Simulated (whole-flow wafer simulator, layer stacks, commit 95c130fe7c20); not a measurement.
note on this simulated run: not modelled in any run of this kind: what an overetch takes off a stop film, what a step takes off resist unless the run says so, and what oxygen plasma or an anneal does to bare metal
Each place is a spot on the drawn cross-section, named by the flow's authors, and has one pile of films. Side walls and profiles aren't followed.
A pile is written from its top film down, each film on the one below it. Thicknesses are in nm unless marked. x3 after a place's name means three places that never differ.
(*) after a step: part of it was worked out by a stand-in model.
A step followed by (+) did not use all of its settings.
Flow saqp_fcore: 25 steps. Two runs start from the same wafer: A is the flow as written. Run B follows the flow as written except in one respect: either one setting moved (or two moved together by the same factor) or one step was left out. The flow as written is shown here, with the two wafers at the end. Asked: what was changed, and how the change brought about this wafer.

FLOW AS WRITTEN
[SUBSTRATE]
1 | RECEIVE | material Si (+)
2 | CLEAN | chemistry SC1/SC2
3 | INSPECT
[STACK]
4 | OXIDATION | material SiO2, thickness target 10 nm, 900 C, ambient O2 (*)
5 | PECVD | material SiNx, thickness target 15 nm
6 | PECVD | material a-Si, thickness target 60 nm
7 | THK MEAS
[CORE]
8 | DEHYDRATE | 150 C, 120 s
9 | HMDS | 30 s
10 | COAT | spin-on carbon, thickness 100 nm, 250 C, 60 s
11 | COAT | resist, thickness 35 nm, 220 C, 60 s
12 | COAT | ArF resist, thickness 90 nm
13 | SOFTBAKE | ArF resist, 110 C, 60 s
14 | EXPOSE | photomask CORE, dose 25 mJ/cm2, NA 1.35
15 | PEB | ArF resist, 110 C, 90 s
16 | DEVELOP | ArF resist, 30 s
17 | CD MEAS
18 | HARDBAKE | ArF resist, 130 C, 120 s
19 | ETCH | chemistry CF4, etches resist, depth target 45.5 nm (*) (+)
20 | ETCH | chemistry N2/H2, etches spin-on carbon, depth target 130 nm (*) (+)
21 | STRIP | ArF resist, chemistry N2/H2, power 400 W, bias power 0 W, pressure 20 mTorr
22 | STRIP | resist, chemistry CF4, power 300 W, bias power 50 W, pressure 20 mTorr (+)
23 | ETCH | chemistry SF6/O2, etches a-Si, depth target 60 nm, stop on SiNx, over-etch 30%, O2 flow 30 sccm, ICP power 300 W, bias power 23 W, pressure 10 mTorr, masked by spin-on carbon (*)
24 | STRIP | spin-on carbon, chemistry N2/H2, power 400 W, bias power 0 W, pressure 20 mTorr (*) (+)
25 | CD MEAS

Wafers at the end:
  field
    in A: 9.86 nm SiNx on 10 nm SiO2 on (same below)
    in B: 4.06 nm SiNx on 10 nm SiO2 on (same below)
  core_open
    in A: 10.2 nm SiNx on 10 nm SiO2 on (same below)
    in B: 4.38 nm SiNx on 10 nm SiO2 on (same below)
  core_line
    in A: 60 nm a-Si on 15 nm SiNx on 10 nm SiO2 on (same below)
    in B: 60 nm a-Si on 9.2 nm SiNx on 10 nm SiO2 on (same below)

Cause: step 5, PECVD: thickness target 9.2 nm was run, whereas the flow has thickness target 15 nm.
One can read it off the wafer: core_line has SiNx 9.2, and step 5 as written asks for 15 nm.

Step by step, how the change led to this:
  5 | PECVD | material SiNx, thickness target 15 nm
      field, core_open, core_line: A SiNx gains 15 (new film) | B SiNx gains 9.2 (new film)
